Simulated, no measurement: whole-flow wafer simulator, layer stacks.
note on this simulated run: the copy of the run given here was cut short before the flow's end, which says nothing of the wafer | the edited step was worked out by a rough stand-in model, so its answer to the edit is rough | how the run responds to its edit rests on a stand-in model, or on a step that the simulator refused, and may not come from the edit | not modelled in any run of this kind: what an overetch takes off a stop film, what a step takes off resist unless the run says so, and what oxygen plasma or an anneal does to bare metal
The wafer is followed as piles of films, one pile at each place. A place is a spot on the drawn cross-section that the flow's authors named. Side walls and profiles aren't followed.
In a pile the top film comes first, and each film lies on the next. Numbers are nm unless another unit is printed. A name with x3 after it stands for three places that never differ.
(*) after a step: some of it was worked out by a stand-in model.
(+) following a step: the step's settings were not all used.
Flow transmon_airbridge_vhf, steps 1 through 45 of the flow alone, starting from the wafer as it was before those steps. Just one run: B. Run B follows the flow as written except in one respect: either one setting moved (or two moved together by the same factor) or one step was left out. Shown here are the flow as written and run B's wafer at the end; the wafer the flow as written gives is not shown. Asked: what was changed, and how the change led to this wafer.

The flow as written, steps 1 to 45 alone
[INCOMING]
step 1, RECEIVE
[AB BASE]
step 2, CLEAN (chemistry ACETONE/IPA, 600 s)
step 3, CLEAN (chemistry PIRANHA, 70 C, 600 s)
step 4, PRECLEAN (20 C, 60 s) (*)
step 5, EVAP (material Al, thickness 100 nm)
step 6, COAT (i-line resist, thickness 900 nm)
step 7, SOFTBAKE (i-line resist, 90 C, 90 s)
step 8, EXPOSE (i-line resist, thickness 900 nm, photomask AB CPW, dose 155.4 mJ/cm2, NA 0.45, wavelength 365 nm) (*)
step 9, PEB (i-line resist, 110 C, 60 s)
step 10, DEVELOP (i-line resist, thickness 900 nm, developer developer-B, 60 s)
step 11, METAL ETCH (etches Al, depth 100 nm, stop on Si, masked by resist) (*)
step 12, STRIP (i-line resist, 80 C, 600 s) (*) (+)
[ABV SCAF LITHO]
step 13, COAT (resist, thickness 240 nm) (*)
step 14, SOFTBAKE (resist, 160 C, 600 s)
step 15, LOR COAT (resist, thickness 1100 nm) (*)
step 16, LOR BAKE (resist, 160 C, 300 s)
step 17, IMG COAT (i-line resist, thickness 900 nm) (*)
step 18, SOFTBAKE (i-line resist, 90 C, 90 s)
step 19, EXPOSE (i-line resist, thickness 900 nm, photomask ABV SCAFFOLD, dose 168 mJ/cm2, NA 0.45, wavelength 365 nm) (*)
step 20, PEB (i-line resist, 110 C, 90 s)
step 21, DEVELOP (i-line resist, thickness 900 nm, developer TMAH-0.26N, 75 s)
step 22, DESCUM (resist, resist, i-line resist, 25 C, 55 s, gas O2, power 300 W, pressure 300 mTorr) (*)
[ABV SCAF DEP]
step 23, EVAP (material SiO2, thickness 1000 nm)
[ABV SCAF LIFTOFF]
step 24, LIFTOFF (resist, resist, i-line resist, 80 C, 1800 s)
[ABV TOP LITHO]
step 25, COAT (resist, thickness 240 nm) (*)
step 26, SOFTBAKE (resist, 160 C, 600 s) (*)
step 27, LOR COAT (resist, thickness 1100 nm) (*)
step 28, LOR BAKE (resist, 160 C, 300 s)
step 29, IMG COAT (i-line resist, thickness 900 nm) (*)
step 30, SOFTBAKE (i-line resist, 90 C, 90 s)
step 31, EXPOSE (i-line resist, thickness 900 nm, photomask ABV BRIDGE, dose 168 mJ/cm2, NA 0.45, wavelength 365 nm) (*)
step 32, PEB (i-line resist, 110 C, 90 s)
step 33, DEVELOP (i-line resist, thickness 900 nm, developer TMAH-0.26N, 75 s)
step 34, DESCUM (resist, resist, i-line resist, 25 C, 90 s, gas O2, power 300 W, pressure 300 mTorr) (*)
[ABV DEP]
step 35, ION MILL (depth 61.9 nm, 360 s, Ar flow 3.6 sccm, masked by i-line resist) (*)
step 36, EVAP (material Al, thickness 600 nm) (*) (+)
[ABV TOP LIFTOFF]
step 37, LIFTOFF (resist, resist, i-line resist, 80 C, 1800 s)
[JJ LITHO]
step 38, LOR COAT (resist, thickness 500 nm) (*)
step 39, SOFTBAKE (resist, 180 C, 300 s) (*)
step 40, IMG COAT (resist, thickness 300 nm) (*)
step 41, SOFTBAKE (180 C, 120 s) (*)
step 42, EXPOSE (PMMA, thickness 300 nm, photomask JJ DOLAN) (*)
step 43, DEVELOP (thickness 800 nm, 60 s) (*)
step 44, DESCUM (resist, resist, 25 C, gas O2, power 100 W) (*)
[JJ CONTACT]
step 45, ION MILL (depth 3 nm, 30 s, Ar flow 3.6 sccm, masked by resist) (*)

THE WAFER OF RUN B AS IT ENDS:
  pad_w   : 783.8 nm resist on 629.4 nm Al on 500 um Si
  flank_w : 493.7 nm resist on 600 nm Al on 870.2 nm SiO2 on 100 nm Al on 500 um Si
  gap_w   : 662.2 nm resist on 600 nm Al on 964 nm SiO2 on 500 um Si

Cause: step 15, LOR COAT: thickness 1595 nm was run, while the flow as written has thickness 1100 nm.

Step by step, how the change led to this:
  step 15, LOR COAT (resist, thickness 1100 nm) (*)
      field x3, jj_line, trace_open_s x2, margin_s, bridge_strip, margin_n: +1595 resist (as written it would have been: +1100 resist)
      pad_w, pad_e: +1583.4 resist (as written it would have been: +1090.9 resist)
      (and at 6 other places as well)
  step 21, DEVELOP (i-line resist, thickness 900 nm, developer TMAH-0.26N, 75 s)
      margin_s, bridge_strip, margin_n: -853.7 i-line resist (all of it), -1595 resist (as written it would have been: -853.7 i-line resist (all of it), -1100 resist)
      flank_w, flank_e: -861.8 i-line resist (all of it), -1580.7 resist (as written it would have been: -860.9 i-line resist (all of it), -1086.4 resist)
      (and at 3 other places as well)
  step 23, EVAP (material SiO2, thickness 1000 nm)
      flank_w, flank_e: +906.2 SiO2 (new film) (as written it would have been: +929.3 SiO2 (new film))
  step 24, LIFTOFF (resist, resist, i-line resist, 80 C, 1800 s)
      field x3, jj_line, trace_open_s x2: -1000 SiO2 (all of it), -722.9 i-line resist (all of it), -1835 resist (all of it) (as written it would have been: -1000 SiO2 (all of it), -722.9 i-line resist (all of it), -1340 resist (all of it))
      pad_w, pad_e: -1000 SiO2 (all of it), -719.8 i-line resist (all of it), -1822.8 resist (all of it) (as written it would have been: -1000 SiO2 (all of it), -718 i-line resist (all of it), -1330.2 resist (all of it))
      (and at 1 other place as well)
  step 25, COAT (resist, thickness 240 nm) (*)
      flank_w, flank_e: +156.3 resist (new film) (as written it would have been: +152.6 resist (new film))
  step 34, DESCUM (resist, resist, i-line resist, 25 C, 90 s, gas O2, power 300 W, pressure 300 mTorr) (*)
      flank_w, flank_e: -156.3 resist (all of it) (as written it would have been: -152.6 resist (all of it))
  step 40, IMG COAT (resist, thickness 300 nm) (*)
      flank_w, flank_e: +217 resist (as written it would have been: +212.1 resist)
